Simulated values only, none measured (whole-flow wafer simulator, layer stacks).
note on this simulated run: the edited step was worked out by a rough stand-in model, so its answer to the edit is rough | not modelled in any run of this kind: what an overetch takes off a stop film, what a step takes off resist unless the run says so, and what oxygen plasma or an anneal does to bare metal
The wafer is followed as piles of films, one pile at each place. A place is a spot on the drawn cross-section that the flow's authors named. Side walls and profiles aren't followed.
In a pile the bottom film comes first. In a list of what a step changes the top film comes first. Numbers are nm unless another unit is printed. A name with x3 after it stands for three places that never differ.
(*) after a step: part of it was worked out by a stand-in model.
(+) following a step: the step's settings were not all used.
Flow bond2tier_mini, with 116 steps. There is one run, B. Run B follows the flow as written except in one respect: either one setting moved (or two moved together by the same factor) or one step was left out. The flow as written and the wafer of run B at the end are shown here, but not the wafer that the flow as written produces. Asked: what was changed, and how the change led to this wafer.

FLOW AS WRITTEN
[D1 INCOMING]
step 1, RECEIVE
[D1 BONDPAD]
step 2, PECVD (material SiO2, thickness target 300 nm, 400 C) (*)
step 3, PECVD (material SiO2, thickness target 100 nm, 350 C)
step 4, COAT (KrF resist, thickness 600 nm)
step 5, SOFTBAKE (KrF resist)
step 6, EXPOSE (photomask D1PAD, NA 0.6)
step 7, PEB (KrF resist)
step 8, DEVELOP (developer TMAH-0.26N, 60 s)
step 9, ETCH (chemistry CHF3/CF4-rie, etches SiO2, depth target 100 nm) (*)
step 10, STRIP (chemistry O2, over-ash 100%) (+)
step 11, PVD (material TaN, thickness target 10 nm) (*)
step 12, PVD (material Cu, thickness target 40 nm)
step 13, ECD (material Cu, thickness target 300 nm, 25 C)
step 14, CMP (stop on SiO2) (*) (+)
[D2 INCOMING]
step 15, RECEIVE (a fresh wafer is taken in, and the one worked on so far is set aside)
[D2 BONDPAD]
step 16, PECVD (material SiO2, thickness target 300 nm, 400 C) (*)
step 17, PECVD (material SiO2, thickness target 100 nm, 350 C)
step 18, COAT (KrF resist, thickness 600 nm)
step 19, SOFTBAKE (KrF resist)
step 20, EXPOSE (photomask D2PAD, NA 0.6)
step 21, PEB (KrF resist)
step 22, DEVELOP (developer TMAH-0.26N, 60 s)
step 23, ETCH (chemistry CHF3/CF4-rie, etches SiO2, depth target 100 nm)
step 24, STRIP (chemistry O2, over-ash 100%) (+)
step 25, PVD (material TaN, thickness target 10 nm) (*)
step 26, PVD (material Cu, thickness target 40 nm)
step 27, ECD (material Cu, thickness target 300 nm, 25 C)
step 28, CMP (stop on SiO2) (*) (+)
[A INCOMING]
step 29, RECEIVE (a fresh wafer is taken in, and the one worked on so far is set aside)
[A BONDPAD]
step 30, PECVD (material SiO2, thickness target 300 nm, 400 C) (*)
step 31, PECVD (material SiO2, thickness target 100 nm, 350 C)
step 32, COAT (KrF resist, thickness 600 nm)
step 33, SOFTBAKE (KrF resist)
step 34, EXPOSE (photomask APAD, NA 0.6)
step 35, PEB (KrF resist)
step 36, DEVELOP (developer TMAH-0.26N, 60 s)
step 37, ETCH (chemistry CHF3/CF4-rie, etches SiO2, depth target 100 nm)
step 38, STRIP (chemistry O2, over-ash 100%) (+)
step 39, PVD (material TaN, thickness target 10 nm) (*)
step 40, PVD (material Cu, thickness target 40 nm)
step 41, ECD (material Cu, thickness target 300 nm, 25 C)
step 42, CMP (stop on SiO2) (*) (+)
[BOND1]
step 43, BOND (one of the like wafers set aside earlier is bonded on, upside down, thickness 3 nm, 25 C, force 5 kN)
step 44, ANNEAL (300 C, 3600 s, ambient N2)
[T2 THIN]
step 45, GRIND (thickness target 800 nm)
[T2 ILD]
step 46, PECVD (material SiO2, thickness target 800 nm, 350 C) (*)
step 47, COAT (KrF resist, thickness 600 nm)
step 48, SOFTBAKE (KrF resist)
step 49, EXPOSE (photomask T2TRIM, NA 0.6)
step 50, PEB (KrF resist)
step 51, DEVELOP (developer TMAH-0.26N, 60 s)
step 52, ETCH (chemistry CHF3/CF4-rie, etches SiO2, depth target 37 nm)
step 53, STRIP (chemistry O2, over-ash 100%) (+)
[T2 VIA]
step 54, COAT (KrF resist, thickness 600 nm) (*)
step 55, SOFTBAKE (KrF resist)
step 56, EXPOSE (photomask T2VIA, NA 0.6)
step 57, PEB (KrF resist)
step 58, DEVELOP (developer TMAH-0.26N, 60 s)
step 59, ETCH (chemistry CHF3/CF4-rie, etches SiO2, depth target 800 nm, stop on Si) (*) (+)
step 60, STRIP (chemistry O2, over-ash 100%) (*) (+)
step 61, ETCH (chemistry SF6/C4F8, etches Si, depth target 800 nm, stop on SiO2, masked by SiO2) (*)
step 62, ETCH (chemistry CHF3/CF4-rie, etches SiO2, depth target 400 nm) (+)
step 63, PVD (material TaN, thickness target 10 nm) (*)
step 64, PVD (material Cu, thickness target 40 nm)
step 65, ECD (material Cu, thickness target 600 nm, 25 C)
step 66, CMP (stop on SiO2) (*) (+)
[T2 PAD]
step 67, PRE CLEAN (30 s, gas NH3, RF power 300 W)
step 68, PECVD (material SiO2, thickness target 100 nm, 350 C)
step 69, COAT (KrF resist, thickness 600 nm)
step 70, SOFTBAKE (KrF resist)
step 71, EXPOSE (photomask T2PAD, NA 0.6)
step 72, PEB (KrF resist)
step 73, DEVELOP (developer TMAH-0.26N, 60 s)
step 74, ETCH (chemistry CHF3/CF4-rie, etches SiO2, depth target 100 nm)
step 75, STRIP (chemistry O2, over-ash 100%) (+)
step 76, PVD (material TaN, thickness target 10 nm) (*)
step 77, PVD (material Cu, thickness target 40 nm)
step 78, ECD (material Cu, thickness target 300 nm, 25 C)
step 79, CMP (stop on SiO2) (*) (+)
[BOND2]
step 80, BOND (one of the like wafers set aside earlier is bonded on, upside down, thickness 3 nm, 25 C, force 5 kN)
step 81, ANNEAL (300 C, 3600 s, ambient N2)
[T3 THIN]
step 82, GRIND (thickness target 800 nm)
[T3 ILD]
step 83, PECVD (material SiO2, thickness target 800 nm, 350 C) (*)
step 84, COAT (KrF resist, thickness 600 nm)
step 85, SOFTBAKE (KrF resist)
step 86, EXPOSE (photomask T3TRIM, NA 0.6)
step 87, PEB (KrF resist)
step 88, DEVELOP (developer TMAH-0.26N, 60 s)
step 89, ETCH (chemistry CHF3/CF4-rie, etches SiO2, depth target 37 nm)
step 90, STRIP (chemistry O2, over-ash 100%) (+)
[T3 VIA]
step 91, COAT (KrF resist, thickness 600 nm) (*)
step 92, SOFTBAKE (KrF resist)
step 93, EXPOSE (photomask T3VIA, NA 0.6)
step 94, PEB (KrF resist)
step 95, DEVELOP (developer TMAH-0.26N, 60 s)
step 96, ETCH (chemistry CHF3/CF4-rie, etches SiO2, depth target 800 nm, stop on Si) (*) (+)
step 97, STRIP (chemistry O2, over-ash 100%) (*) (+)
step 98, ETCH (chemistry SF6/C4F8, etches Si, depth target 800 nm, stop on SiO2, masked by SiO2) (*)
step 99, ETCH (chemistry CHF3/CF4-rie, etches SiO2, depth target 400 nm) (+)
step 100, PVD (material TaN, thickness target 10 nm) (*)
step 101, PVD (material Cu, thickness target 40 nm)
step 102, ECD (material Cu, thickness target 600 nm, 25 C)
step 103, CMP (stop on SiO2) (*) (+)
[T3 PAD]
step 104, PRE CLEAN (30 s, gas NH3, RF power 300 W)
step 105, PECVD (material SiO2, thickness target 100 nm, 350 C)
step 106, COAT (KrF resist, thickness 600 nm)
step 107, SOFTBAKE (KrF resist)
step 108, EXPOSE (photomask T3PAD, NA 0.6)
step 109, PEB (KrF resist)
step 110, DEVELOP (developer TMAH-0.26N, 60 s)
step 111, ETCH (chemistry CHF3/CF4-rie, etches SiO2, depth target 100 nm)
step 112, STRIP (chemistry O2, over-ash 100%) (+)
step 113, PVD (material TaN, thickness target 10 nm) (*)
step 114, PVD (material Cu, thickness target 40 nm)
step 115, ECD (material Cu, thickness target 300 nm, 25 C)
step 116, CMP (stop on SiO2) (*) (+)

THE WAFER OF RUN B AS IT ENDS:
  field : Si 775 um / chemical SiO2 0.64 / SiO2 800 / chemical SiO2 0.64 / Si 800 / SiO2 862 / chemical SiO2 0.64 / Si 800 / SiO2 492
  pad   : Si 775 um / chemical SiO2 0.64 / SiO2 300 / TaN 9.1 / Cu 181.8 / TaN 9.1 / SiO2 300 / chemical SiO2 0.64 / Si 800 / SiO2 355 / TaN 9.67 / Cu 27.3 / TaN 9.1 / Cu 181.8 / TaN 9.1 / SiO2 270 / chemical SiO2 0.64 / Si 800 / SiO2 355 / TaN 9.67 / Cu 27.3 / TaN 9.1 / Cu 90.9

The reason: step 16, PECVD: thickness target 270 nm was run, whereas the flow has thickness target 300 nm.
One can read it off the wafer: pad has SiO2 270, and step 16 as written asks for 300 nm.

Step by step, how the change led to this:
  step 16, PECVD (material SiO2, thickness target 300 nm, 400 C) (*)
      field, pad, via: +270 SiO2 (new film) (as written it would have been: +300 SiO2 (new film))
  step 80, BOND (one of the like wafers set aside earlier is bonded on, upside down, thickness 3 nm, 25 C, force 5 kN)
      field: +775 um Si (new film), +0.64 chemical SiO2 (new film), +370 SiO2 (as written it would have been: +775 um Si (new film), +0.64 chemical SiO2 (new film), +400 SiO2)
      pad: +775 um Si (new film), +0.64 chemical SiO2 (new film), +270 SiO2 (new film), +9.1 TaN (new film), +90.9 Cu (as written it would have been: +775 um Si (new film), +0.64 chemical SiO2 (new film), +300 SiO2 (new film), +9.1 TaN (new film), +90.9 Cu)
